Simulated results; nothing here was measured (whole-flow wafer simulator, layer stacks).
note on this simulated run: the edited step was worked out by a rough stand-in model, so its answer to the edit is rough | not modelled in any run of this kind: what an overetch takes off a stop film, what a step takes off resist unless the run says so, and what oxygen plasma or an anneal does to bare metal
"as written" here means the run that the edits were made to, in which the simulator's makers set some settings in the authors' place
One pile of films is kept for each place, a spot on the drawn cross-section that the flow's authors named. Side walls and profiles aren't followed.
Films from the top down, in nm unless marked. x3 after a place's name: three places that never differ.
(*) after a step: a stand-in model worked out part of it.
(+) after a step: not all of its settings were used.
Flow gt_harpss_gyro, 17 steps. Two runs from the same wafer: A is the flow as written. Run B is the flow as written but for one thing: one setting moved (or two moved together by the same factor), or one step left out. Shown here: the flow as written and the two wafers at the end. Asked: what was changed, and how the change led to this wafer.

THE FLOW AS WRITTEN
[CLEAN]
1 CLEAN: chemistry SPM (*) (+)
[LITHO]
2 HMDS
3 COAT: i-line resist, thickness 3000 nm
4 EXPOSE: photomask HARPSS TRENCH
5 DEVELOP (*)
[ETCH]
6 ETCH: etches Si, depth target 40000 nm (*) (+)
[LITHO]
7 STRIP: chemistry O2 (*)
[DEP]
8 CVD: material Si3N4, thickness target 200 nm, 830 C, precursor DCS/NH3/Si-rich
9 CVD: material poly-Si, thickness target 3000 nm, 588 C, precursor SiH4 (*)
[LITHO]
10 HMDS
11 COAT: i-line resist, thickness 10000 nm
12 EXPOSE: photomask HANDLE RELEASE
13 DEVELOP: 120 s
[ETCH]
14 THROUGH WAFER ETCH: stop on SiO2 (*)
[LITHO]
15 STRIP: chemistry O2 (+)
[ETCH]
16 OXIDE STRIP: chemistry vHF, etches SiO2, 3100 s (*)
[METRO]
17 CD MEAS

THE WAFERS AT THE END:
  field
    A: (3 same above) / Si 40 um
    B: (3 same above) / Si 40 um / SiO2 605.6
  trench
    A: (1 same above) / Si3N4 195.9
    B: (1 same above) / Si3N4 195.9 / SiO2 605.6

The cause: step 16, OXIDE STRIP: 1798 s was run, where the flow has 3100 s.

How the change led to this, step by step:
  16 OXIDE STRIP: chemistry vHF, etches SiO2, 3100 s (*)
      field: A under 4 films: SiO2 -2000 (all of it) | B under 4 films: SiO2 -1394.4
      trench: A under 2 films: SiO2 -2000 (all of it) | B under 2 films: SiO2 -1394.4
